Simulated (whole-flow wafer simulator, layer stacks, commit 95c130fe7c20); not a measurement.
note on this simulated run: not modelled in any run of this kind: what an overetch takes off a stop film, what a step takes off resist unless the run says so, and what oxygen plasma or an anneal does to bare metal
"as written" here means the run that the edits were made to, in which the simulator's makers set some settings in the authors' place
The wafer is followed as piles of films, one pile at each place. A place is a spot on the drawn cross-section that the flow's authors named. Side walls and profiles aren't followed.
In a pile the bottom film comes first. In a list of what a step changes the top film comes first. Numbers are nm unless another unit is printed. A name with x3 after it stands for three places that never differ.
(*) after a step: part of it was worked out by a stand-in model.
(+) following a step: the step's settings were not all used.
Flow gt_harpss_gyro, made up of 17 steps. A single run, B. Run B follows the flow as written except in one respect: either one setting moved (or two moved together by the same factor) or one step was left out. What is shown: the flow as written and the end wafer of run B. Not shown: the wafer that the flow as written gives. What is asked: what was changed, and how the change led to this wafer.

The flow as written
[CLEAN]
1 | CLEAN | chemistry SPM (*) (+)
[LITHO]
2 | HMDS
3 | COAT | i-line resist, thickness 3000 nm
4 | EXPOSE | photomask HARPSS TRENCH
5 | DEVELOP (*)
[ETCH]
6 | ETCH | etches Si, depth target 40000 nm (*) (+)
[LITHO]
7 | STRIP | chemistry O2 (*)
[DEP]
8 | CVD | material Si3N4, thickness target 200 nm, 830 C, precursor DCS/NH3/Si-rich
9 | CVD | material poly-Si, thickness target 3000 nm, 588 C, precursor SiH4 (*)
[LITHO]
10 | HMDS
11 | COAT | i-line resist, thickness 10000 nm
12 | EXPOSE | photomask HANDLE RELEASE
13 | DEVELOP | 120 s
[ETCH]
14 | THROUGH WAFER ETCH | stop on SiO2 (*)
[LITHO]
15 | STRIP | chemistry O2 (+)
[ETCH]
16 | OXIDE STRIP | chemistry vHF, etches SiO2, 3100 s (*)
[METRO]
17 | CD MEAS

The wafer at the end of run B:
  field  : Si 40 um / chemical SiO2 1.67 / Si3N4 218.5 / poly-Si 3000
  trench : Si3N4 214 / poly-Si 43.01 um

Cause: step 8, CVD: thickness target 218.5 nm was run, whereas the flow has thickness target 200 nm.
One can read it off the wafer: field has Si3N4 218.5, and step 8 as written asks for 200 nm.

The path from the change to this, step by step:
  8 | CVD | material Si3N4, thickness target 200 nm, 830 C, precursor DCS/NH3/Si-rich
      field: +218.5 Si3N4 (new film) (as written it would have been: +200 Si3N4 (new film))
      trench: +214 Si3N4 (new film) (as written it would have been: +195.9 Si3N4 (new film))
